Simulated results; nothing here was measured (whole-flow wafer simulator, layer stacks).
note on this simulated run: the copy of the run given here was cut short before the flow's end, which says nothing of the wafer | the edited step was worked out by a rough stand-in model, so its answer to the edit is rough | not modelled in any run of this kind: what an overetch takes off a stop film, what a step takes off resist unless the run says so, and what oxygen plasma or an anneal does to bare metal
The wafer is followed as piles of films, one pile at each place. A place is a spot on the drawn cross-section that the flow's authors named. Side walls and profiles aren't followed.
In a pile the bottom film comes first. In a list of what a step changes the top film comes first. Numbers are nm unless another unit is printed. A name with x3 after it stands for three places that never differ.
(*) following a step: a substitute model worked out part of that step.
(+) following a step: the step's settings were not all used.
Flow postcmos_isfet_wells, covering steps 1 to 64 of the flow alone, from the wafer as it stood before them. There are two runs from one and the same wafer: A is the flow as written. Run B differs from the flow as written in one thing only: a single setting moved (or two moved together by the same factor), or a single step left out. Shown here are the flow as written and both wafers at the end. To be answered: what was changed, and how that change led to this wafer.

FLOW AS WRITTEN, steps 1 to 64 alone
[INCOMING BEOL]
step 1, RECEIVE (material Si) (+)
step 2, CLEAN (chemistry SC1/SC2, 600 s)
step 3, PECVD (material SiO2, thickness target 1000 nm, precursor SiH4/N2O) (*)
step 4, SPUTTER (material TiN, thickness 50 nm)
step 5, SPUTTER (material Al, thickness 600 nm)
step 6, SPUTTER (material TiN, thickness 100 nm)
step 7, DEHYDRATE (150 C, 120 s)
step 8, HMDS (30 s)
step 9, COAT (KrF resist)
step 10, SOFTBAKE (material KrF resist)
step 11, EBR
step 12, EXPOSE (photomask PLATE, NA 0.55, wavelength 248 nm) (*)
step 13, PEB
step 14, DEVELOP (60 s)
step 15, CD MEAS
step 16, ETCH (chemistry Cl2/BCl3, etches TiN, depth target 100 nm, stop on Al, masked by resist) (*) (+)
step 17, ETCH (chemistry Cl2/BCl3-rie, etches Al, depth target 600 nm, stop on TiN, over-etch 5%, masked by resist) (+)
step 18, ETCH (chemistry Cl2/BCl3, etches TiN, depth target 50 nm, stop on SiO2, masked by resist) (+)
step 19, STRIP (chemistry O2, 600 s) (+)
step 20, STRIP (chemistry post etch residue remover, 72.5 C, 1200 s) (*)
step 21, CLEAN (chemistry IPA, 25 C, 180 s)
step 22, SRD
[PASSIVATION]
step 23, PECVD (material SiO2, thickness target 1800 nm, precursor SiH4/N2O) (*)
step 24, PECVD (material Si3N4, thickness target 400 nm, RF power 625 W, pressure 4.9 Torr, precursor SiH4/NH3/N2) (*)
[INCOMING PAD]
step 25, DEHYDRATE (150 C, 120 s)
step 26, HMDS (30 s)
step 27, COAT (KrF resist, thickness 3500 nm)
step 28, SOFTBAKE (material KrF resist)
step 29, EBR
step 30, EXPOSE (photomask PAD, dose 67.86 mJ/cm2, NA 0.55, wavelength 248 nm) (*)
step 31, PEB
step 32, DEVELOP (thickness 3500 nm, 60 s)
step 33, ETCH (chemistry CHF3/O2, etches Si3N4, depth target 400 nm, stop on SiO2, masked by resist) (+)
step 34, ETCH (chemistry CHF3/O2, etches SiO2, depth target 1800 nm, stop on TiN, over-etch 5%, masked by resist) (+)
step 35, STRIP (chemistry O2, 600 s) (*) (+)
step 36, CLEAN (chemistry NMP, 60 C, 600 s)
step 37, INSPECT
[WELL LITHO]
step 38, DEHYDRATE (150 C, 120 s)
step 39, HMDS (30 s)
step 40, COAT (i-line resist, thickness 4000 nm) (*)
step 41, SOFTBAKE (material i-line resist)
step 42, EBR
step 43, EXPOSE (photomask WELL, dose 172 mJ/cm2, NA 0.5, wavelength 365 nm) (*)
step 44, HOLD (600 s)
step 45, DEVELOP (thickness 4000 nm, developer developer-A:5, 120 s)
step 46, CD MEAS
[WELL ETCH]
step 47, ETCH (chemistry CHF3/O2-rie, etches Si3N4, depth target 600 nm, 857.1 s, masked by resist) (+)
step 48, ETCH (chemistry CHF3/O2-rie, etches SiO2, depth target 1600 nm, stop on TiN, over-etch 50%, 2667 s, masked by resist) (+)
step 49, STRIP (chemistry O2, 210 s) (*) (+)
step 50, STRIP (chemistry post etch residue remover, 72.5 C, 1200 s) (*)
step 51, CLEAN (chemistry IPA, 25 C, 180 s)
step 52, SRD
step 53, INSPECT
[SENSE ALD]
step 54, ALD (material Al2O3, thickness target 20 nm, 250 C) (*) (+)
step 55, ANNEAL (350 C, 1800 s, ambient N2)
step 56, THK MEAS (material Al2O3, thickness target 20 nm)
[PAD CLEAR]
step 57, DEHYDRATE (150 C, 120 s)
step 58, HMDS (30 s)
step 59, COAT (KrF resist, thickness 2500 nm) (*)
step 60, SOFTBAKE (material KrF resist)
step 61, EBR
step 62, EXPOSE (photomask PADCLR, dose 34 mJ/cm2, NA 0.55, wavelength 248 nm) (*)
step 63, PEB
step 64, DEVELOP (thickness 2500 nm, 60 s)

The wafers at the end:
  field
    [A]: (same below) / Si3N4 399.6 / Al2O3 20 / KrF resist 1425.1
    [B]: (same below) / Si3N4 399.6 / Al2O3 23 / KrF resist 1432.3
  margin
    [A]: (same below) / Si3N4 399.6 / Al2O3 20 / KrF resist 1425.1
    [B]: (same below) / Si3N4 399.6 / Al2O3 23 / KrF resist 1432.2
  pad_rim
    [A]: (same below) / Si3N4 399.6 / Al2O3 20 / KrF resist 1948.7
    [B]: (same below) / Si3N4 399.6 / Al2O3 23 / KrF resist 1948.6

The reason: step 54, ALD: thickness target 23 nm was run, whereas the flow has thickness target 20 nm.
The wafer itself shows it: field has Al2O3 23, and step 54 as written asks for 20 nm.

Step by step, how the change led to this:
  step 54, ALD (material Al2O3, thickness target 20 nm, 250 C) (*) (+)
      field, margin, well900, well1300 x3, pad_rim, pad_clr, pad_open: A Al2O3 gains 20 (new film) | B Al2O3 gains 23 (new film)
